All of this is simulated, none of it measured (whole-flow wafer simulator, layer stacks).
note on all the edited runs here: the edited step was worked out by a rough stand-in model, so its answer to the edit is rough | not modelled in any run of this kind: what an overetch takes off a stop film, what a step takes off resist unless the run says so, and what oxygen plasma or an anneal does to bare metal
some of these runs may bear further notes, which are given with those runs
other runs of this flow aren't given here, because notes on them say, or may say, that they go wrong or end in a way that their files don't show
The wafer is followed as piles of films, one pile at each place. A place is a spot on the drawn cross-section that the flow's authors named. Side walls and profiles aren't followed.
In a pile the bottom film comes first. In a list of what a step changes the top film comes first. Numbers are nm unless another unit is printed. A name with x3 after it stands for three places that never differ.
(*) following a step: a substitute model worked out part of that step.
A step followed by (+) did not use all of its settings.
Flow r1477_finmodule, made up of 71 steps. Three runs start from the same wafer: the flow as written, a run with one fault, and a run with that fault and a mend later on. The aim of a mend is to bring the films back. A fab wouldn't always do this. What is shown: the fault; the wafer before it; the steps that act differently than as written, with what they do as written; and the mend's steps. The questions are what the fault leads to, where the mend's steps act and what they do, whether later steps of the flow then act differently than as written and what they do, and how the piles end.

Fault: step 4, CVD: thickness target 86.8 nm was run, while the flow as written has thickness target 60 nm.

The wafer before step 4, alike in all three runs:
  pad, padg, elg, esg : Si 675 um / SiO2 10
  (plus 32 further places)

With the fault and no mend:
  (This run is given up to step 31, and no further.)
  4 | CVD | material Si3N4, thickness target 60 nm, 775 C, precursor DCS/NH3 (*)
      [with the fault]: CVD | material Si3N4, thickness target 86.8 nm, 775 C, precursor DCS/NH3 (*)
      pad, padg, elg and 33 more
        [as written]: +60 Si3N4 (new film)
        [with the fault]: +86.8 Si3N4 (new film)
  Steps later in the flow that act otherwise than as written:
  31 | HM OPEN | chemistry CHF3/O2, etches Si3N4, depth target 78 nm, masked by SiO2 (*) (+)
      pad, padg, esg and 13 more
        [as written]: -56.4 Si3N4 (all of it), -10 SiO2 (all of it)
        [with the fault]: -78 Si3N4
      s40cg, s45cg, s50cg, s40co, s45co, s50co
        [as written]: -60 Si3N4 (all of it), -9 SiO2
        [with the fault]: -78 Si3N4
  Once step 31 is done, the piles at pad, padg, elg and 33 more depart from the flow's by more than 2% or 0.5 nm, whichever is larger.
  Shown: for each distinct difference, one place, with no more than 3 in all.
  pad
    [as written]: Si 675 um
    [with the fault]: Si 675 um / SiO2 10 / Si3N4 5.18
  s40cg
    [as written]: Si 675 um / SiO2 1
    [with the fault]: Si 675 um / SiO2 10 / Si3N4 8.8
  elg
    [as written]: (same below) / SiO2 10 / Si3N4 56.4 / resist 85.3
    [with the fault]: (same below) / SiO2 10 / Si3N4 83.2 / resist 85.3

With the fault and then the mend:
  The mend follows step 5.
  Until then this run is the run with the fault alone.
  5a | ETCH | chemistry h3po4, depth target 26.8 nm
      pad, padg, elg and 33 more
        -26.8 Si3N4
  Every later step of the flow that is run acts as written at every place that is followed.
  The piles end the same as the flow's at every place that both follow.
